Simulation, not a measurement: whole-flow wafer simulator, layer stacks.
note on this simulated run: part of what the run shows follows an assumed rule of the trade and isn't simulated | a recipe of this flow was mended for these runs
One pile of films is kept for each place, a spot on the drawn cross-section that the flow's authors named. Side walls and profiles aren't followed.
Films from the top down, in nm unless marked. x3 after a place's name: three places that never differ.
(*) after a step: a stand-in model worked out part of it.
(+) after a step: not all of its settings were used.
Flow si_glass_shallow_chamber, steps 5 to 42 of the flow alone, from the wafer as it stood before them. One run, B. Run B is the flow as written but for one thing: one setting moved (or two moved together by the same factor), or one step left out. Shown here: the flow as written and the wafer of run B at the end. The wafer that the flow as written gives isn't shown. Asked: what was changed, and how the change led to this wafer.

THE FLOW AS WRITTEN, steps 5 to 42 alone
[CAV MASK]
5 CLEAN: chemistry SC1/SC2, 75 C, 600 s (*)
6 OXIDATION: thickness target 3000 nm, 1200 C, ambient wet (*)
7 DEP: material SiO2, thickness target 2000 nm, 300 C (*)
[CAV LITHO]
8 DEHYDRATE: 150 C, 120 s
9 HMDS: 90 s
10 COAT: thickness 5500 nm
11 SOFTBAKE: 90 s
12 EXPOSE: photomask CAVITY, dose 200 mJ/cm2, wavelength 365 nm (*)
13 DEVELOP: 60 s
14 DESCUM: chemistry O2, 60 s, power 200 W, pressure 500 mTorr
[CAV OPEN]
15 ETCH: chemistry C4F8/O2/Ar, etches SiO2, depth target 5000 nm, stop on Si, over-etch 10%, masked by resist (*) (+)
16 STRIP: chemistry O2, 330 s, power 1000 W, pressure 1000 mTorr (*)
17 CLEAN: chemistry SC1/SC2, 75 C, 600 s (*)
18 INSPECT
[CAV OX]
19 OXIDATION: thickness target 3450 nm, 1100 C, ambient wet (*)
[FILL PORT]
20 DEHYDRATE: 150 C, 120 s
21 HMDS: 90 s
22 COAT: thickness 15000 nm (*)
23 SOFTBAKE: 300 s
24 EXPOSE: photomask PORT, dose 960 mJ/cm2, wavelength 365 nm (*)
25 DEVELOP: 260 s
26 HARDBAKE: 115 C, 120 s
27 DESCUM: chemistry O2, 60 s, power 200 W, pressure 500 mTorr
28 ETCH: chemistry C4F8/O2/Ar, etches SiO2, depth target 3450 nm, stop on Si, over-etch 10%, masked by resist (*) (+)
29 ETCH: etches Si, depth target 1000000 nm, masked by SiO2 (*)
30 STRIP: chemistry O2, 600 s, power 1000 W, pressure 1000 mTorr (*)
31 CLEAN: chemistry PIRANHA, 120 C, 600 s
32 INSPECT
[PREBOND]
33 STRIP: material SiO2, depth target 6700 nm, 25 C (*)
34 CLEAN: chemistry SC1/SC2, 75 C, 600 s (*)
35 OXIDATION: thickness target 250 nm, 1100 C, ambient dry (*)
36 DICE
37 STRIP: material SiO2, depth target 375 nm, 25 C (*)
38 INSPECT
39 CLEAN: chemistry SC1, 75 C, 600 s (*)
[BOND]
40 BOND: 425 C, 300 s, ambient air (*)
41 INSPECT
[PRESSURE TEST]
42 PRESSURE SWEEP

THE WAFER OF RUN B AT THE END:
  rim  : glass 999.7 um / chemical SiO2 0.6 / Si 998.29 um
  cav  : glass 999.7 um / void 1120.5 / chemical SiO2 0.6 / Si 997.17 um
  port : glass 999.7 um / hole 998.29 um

The cause: step 6, OXIDATION: thickness target 2352 nm was run, where the flow has thickness target 3000 nm.

How the change led to this, step by step:
  6 OXIDATION: thickness target 3000 nm, 1200 C, ambient wet (*)
      rim, ramp, cav, port, septum, ring: SiO2 +2352 (new film), chemical SiO2 -0.6 (all of it), Si -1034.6 (as written it would be: SiO2 +3000 (new film), chemical SiO2 -0.6 (all of it), Si -1319.7)
  15 ETCH: chemistry C4F8/O2/Ar, etches SiO2, depth target 5000 nm, stop on Si, over-etch 10%, masked by resist (*) (+)
      rim, ramp, septum, ring: thick-i-line-resist -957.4 (as written it would be: thick-i-line-resist -1100)
      cav, port: SiO2 -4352 (all of it), Si -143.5 (as written it would be: SiO2 -5000 (all of it), Si -62.5)
  16 STRIP: chemistry O2, 330 s, power 1000 W, pressure 1000 mTorr (*)
      rim, ramp, septum, ring: thick-i-line-resist -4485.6 (all of it) (as written it would be: thick-i-line-resist -4343.1 (all of it))
  19 OXIDATION: thickness target 3450 nm, 1100 C, ambient wet (*)
      rim, ramp, septum, ring: SiO2 +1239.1, Si -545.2 (as written it would be: SiO2 +1110.9, Si -488.8)
  22 COAT: thickness 15000 nm (*)
      rim: thick-i-line-resist +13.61 um (new film) (as written it would be: thick-i-line-resist +13.4 um (new film))
      ramp: thick-i-line-resist +13.16 um (new film) (as written it would be: thick-i-line-resist +12.89 um (new film))
      (and at 4 more places)
  23 SOFTBAKE: 300 s
      rim: thick-i-line-resist -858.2 (as written it would be: thick-i-line-resist -997)
      ramp: thick-i-line-resist -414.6 (as written it would be: thick-i-line-resist -487.1)
      (and at 4 more places)
  25 DEVELOP: 260 s
      port: thick-i-line-resist -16 um (all of it) (as written it would be: thick-i-line-resist -16.16 um (all of it))
  26 HARDBAKE: 115 C, 120 s
      rim, ramp: thick-i-line-resist -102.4 (as written it would be: thick-i-line-resist -98.2)
  29 ETCH: etches Si, depth target 1000000 nm, masked by SiO2 (*)
      rim, ramp: thick-i-line-resist -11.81 um (all of it), SiO2 -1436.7 (as written it would be: thick-i-line-resist -11.47 um (all of it), SiO2 -1617.3)
      port: hole +997.25 um (new film), Si -997.25 um (all of it) (as written it would be: hole +997.05 um (new film), Si -997.05 um (all of it))
      (and at 2 more places)
  30 STRIP: chemistry O2, 600 s, power 1000 W, pressure 1000 mTorr (*)
      cav: thick-i-line-resist -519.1 (all of it) (as written it would be: thick-i-line-resist -669.6 (all of it))
  33 STRIP: material SiO2, depth target 6700 nm, 25 C (*)
      rim: SiO2 -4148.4 (all of it) (as written it would be: SiO2 -4487.5 (all of it))
      ramp: SiO2 -4148.3 (all of it) (as written it would be: SiO2 -4487.5 (all of it))
      (and at 2 more places)
  40 BOND: 425 C, 300 s, ambient air (*)
      cav: glass +999.7 um (new film), void +1120.5 (new film) (as written it would be: glass +999.7 um (new film), void +1095.9 (new film))
      port: glass +999.7 um (new film), hole +1041.8 (as written it would be: glass +999.7 um (new film), hole +1017.3)
